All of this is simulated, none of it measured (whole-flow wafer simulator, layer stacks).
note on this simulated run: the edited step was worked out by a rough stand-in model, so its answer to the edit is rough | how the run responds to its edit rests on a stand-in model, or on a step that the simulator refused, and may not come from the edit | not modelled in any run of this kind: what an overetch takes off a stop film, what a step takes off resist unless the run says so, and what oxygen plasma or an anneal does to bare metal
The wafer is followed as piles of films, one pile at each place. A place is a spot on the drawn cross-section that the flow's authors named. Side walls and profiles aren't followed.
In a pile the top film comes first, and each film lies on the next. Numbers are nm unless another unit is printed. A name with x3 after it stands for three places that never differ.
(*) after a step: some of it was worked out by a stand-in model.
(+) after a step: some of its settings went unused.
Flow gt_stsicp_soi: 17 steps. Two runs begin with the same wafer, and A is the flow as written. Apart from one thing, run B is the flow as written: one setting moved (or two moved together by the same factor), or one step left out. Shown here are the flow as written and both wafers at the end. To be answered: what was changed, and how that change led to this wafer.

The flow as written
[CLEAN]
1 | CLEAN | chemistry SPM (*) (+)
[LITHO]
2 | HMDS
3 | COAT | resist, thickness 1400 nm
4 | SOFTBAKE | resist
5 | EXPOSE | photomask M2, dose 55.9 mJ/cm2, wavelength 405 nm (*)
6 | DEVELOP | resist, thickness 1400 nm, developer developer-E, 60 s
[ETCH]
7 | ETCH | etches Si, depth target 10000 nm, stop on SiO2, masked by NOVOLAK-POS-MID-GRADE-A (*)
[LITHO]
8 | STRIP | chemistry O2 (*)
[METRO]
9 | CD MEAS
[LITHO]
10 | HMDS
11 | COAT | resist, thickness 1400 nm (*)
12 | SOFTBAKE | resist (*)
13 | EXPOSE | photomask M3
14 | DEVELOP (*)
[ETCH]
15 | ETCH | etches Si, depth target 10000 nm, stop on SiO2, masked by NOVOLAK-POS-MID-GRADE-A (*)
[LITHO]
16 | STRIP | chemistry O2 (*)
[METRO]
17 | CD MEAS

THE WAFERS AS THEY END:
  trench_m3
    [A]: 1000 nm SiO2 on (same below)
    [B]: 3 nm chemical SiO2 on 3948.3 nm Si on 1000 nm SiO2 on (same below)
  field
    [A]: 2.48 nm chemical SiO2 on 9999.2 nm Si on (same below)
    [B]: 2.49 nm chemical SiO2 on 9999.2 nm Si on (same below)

Cause: step 15, ETCH: depth target 6050 nm was run, whereas the flow has depth target 10000 nm.

How this came from the change, step by step:
  15 | ETCH | etches Si, depth target 10000 nm, stop on SiO2, masked by NOVOLAK-POS-MID-GRADE-A (*)
      trench_m3: A chemical SiO2 loses 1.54 (all of it), Si loses 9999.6 (all of it) | B chemical SiO2 loses 1.54 (all of it), Si loses 6050
      field, trench_m2: A resist loses 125 | B resist loses 75.6
  16 | STRIP | chemistry O2 (*)
      trench_m3: A nothing | B chemical SiO2 gains 3 (new film), Si loses 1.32
      field: A resist loses 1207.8 (all of it), chemical SiO2 gains 0.94, Si loses 0.41 | B resist loses 1257.1 (all of it), chemical SiO2 gains 0.94, Si loses 0.42
